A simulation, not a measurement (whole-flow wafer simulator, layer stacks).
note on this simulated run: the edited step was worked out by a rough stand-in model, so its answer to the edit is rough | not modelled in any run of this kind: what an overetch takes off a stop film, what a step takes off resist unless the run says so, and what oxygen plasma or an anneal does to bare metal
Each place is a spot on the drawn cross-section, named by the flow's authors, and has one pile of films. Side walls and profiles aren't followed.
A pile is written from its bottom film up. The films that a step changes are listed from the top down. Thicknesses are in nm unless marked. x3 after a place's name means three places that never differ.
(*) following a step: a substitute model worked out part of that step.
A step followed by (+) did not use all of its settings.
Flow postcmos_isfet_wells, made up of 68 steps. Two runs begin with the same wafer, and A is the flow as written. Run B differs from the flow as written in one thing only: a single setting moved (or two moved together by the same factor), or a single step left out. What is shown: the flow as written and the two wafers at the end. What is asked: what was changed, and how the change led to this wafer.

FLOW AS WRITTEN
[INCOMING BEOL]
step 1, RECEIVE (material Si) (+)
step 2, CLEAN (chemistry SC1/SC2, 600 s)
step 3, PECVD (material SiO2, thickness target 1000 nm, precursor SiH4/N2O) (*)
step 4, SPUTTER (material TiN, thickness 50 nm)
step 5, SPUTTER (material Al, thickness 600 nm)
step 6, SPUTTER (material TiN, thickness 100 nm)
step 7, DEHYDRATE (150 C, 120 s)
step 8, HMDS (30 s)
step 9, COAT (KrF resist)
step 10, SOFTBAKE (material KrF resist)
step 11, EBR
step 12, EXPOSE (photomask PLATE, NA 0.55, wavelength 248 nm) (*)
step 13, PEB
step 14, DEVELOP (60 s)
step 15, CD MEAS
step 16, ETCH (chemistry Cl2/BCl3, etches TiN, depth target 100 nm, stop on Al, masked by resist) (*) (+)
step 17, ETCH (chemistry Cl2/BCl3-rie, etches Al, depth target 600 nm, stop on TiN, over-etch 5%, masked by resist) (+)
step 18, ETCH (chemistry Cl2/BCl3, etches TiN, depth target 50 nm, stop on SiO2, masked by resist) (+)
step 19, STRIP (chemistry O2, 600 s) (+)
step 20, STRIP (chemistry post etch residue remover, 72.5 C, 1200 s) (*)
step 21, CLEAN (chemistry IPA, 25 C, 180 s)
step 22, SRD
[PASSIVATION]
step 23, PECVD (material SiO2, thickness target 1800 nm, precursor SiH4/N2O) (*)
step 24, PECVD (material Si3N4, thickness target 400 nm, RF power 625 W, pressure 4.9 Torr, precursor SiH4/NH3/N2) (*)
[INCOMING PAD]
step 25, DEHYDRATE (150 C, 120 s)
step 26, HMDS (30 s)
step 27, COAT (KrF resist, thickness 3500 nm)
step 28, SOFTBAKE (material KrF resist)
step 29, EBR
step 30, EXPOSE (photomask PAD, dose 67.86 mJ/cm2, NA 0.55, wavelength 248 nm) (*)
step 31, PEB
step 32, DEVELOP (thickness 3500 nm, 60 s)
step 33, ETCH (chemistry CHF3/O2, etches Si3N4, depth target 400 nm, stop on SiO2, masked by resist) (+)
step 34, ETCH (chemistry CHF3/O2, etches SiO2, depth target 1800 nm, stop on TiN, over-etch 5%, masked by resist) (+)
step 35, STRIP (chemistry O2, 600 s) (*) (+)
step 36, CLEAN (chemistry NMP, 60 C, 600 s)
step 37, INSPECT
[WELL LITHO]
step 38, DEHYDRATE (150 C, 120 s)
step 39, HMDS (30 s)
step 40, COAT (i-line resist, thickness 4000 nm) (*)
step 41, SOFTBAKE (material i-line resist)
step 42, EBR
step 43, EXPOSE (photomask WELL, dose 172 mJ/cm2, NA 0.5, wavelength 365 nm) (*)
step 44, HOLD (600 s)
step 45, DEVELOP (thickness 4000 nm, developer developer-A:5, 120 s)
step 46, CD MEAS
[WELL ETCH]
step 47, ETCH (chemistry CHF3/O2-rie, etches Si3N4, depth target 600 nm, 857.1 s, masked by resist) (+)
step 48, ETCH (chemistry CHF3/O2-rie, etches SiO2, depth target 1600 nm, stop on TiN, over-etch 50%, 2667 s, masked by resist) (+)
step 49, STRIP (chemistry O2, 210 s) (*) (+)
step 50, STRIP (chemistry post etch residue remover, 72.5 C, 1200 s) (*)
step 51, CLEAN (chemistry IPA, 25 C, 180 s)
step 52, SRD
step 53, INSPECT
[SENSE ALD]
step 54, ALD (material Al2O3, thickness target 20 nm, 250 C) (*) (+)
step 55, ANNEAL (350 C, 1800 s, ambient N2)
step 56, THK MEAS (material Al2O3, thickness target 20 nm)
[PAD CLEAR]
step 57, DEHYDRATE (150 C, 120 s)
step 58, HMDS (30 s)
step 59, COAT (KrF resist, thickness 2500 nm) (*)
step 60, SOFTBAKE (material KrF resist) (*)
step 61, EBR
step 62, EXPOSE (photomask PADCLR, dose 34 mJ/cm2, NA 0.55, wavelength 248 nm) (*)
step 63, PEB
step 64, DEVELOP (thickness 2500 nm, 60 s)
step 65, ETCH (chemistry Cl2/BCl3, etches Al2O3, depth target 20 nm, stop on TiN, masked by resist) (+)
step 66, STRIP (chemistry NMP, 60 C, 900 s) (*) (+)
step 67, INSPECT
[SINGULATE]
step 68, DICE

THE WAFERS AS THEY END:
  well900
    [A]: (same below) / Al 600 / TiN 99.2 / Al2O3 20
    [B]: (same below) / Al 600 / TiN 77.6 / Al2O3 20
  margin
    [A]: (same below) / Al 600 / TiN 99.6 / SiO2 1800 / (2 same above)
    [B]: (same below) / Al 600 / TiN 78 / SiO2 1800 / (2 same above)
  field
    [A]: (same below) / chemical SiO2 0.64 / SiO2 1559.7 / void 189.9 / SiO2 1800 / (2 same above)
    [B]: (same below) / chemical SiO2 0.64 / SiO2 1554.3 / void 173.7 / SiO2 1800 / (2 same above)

Cause: step 6, SPUTTER: thickness 78.4 nm was run, whereas the flow has thickness 100 nm; step 16, ETCH: depth target 78.4 nm was run, where the flow has depth target 100 nm.

Step by step, how the change led to this:
  step 6, SPUTTER (material TiN, thickness 100 nm)
      field, margin, well900, well1300 x3, pad_rim, pad_clr, pad_open: A +100 TiN (new film) | B +78.4 TiN (new film)
  step 16, ETCH (chemistry Cl2/BCl3, etches TiN, depth target 100 nm, stop on Al, masked by resist) (*) (+)
      margin, well900, well1300 x3, pad_rim, pad_clr, pad_open: A -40 KrF resist | B -31.4 KrF resist
      field: A -100 TiN (all of it) | B -78.4 TiN (all of it)
  step 23, PECVD (material SiO2, thickness target 1800 nm, precursor SiH4/N2O) (*)
      field: A +1800 SiO2 (new film), +189.9 void (new film), +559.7 SiO2 | B +1800 SiO2 (new film), +173.7 void (new film), +554.3 SiO2
